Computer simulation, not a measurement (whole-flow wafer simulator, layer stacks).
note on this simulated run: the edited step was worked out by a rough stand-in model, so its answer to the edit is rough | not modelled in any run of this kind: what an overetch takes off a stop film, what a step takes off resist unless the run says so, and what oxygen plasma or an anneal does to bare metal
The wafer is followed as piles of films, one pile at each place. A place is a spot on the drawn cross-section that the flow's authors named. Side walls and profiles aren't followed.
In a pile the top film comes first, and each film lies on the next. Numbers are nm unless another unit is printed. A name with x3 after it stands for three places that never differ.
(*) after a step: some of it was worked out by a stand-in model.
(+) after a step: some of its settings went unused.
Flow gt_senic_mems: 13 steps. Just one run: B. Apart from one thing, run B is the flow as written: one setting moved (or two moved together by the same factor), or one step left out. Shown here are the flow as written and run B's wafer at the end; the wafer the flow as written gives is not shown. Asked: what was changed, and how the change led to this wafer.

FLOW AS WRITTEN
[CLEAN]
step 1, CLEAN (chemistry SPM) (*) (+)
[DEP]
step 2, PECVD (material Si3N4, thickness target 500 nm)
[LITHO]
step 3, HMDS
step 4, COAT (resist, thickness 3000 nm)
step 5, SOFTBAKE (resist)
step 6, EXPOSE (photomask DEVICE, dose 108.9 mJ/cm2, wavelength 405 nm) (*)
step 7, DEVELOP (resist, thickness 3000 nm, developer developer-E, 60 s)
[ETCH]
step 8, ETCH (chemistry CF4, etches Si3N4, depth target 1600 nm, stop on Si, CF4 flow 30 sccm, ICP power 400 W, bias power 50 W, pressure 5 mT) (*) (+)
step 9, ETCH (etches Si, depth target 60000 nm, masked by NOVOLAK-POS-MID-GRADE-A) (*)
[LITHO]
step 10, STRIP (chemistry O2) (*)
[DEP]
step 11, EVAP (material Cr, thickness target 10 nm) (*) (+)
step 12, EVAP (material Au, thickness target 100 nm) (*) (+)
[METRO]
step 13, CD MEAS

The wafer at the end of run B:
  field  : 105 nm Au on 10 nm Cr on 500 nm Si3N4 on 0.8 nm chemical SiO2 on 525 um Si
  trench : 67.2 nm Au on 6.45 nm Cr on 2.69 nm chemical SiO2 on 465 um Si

What caused this: step 12, EVAP: thickness target 105 nm was run, whereas the flow has thickness target 100 nm.
The wafer lets one read it off: field has Au 105, and step 12 as written asks for 100 nm.

The path from the change to this, step by step:
  step 12, EVAP (material Au, thickness target 100 nm) (*) (+)
      field: +105 Au (new film) (in the flow as written it would be: +100 Au (new film))
      trench: +67.2 Au (new film) (in the flow as written it would be: +64.1 Au (new film))
